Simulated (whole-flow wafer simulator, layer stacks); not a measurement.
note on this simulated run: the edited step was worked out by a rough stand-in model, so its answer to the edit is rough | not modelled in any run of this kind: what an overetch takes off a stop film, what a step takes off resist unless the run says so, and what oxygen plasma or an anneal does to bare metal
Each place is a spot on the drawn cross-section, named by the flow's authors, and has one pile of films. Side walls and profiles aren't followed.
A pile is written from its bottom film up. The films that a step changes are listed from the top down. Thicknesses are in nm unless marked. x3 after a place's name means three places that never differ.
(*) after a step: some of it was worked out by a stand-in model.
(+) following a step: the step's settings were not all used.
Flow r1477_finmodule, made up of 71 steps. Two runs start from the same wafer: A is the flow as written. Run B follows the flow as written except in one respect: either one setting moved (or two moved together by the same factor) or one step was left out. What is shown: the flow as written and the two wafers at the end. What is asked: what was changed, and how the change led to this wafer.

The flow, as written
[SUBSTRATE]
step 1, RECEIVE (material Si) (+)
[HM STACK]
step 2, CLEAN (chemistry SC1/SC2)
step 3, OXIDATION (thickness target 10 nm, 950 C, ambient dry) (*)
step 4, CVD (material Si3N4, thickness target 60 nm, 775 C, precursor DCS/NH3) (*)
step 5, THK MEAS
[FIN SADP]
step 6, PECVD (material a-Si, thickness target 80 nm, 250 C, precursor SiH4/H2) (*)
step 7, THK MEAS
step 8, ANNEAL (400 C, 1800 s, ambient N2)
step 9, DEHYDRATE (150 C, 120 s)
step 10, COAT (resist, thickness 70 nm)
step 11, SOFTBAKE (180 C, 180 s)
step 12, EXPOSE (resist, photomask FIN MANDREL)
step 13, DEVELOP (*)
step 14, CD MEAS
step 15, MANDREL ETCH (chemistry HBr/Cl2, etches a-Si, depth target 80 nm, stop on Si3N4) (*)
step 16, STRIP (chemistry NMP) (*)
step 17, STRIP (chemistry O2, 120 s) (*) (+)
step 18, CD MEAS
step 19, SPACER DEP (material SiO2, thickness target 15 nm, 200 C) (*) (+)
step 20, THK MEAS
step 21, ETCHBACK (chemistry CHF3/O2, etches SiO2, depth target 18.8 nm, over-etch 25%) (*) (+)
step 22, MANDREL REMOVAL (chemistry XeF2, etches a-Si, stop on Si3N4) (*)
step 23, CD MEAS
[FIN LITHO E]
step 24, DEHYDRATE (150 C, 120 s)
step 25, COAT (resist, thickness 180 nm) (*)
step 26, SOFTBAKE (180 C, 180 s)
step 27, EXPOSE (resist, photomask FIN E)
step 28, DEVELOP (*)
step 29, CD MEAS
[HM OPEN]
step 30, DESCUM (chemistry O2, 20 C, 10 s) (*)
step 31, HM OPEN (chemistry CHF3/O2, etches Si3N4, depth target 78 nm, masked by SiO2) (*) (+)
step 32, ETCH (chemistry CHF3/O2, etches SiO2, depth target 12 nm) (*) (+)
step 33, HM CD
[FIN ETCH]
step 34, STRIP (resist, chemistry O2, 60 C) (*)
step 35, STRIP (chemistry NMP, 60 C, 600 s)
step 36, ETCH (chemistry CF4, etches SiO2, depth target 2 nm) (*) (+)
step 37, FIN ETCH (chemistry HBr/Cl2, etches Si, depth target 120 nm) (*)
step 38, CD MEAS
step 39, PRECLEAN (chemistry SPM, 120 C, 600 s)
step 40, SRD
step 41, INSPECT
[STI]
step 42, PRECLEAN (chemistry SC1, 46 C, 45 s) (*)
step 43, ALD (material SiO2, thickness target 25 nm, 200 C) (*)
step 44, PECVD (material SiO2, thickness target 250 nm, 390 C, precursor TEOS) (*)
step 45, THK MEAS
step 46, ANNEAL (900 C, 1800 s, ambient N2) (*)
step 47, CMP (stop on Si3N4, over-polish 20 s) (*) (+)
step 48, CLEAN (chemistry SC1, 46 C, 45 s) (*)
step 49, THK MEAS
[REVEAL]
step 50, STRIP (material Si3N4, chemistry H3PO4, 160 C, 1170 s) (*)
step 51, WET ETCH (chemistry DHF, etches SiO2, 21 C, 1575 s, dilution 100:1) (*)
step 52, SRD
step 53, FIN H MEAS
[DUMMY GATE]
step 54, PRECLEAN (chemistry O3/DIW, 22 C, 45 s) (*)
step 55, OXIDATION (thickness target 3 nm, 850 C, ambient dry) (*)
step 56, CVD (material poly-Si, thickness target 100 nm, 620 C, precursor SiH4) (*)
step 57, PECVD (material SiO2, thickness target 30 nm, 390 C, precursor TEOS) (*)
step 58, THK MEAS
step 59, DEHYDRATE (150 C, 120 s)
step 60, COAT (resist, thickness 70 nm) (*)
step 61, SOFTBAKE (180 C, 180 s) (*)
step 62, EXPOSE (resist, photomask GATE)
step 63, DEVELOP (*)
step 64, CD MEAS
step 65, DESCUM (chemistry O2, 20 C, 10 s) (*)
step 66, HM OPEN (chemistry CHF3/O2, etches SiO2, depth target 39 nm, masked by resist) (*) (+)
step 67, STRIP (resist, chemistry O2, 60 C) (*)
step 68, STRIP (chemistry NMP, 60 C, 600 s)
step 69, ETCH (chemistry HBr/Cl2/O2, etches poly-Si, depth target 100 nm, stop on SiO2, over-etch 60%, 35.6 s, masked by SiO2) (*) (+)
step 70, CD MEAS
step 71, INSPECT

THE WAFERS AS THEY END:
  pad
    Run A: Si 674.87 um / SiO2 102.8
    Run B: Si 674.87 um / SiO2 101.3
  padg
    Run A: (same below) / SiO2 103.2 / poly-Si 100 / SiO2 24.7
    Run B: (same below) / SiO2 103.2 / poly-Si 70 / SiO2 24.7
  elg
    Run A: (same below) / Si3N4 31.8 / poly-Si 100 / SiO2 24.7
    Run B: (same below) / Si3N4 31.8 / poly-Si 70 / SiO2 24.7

What caused this: step 56, CVD: thickness target 70 nm was run, while the flow as written has thickness target 100 nm.
The wafer lets one read it off: padg has poly-Si 70, and step 56 as written asks for 100 nm.

The path from the change to this, step by step:
  step 56, CVD (material poly-Si, thickness target 100 nm, 620 C, precursor SiH4) (*)
      pad, padg, elg and 26 more: A poly-Si gains 100 (new film) | B poly-Si gains 70 (new film)
      s40cg, s40co: A poly-Si gains 113.9 (new film) | B poly-Si gains 83 (new film)
      (and at 5 other places as well)
  step 67, STRIP (resist, chemistry O2, 60 C) (*)
      s40cg: A resist loses 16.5 (all of it) | B resist loses 17.2 (all of it)
      s45cg: A resist loses 16.9 (all of it) | B resist loses 17.9 (all of it)
      (and at 1 other place as well)
  step 69, ETCH (chemistry HBr/Cl2/O2, etches poly-Si, depth target 100 nm, stop on SiO2, over-etch 60%, 35.6 s, masked by SiO2) (*) (+)
      pad, eso, e40so and 8 more: A chemical SiO2 loses 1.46 (all of it), poly-Si loses 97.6 (all of it), SiO2 loses 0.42 | B chemical SiO2 loses 1.46 (all of it), poly-Si loses 67.6 (all of it), SiO2 loses 1.92
      elo, e40lo, e100lo, e200lo: A chemical SiO2 loses 1.46 (all of it), poly-Si loses 97.6 (all of it), Si3N4 loses 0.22 | B chemical SiO2 loses 1.46 (all of it), poly-Si loses 67.6 (all of it), Si3N4 loses 2.95
      (and at 3 other places as well)
